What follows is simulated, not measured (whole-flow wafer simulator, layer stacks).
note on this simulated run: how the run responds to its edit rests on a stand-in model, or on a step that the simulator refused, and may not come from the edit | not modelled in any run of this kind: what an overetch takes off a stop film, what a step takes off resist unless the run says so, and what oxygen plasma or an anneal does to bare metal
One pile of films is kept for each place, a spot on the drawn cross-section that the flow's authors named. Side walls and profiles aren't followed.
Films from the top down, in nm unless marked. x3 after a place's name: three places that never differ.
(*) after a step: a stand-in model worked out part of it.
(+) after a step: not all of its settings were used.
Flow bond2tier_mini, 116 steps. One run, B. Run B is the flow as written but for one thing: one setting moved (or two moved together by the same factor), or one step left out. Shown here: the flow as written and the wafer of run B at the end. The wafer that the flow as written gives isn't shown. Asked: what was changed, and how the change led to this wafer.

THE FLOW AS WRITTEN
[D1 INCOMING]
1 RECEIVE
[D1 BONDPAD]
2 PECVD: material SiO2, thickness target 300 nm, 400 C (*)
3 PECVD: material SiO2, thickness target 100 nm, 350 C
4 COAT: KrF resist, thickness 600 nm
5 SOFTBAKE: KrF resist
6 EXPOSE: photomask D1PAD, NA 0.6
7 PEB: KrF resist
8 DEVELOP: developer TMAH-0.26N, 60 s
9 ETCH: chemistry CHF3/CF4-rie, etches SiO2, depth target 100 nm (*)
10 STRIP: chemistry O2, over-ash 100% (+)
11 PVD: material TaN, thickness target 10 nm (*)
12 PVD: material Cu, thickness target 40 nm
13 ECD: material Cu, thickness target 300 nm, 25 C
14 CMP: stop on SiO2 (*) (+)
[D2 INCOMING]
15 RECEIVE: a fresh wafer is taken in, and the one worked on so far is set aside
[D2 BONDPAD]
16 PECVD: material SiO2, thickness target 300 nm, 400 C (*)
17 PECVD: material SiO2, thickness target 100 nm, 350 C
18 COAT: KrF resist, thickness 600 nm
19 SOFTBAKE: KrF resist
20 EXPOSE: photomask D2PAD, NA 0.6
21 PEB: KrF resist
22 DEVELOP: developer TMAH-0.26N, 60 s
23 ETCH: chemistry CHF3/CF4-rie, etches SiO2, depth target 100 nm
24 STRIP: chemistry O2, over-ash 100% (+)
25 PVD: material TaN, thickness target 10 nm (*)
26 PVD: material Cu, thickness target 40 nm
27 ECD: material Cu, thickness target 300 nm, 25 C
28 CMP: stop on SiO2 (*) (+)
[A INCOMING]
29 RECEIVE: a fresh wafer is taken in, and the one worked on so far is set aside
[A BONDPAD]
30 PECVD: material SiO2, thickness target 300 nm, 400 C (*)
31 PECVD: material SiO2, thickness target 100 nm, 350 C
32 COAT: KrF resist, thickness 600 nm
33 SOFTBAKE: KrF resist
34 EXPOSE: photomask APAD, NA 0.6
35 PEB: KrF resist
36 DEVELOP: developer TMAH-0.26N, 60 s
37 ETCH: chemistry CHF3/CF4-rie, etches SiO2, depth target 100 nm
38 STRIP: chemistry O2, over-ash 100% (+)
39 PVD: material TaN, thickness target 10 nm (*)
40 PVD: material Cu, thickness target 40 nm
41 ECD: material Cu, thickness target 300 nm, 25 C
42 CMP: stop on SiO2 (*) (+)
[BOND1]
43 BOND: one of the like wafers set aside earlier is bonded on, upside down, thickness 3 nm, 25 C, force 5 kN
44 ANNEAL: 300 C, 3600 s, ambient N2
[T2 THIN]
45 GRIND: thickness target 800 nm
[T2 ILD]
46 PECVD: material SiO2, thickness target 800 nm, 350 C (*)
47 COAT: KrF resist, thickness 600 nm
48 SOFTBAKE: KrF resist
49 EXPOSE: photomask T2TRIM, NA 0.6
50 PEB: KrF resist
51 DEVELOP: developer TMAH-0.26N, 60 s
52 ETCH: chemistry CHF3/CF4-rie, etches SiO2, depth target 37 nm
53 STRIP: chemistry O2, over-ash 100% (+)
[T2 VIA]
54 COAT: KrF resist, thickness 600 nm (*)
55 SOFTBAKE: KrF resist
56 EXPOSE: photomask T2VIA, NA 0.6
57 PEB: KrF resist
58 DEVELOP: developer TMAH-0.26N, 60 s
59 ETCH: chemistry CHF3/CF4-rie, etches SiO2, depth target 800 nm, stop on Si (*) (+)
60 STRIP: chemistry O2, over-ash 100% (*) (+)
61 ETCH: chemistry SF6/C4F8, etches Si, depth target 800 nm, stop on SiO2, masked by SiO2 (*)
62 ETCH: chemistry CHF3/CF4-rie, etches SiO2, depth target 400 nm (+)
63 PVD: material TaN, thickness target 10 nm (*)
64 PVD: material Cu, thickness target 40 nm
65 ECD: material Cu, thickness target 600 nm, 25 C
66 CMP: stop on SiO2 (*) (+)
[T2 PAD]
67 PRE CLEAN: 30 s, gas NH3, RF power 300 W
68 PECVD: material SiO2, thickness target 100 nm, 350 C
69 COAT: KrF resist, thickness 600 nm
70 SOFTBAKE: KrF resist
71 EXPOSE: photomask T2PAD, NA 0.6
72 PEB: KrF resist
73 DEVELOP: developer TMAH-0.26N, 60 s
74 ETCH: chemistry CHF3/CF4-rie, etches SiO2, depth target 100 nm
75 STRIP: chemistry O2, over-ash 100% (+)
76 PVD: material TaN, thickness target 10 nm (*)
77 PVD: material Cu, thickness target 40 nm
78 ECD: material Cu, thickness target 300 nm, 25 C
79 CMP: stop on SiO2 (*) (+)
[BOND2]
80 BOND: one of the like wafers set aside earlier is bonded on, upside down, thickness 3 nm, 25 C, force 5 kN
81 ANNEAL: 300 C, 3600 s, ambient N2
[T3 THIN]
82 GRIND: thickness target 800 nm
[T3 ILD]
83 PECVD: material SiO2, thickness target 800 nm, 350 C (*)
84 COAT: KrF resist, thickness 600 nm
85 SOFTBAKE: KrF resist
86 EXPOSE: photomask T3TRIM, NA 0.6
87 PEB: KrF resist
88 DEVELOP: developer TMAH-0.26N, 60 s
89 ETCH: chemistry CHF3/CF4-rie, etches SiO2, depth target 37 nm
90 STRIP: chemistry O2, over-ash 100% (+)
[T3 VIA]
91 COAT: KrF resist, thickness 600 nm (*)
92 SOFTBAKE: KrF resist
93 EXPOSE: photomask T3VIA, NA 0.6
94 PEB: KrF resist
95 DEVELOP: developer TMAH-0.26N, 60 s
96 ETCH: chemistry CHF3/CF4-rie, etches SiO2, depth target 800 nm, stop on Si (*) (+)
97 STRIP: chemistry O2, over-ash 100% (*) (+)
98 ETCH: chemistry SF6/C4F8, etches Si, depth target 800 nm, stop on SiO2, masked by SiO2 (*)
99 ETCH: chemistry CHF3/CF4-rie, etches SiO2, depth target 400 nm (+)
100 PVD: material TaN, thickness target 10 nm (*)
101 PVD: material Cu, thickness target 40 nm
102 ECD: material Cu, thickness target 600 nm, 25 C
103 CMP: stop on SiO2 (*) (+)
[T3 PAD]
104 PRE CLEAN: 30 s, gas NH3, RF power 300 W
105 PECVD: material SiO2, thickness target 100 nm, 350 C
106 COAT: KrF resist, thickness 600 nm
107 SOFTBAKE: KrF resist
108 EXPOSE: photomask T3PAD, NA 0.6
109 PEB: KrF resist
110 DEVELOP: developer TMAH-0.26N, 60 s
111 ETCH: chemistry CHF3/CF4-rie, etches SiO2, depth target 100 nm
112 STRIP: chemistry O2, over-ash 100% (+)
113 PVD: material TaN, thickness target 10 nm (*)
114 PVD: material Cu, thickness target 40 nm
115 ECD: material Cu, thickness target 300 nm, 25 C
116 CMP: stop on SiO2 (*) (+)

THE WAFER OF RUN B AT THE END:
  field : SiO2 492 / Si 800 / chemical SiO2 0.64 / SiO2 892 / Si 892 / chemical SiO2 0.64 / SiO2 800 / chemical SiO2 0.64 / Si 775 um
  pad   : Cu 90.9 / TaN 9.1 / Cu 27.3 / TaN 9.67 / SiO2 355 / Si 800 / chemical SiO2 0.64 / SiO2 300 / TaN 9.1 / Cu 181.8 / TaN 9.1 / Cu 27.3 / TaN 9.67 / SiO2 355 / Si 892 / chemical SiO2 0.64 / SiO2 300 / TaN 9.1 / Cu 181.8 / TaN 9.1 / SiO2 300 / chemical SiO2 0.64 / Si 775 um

The cause: step 45, GRIND: thickness target 892 nm was run, where the flow has thickness target 800 nm.
It can be read off the wafer: field has Si 892, and step 45 as written asks for 800 nm.

How the change led to this, step by step:
  45 GRIND: thickness target 800 nm
      field, pad, via: Si -774.11 um (as written it would be: Si -774.2 um)
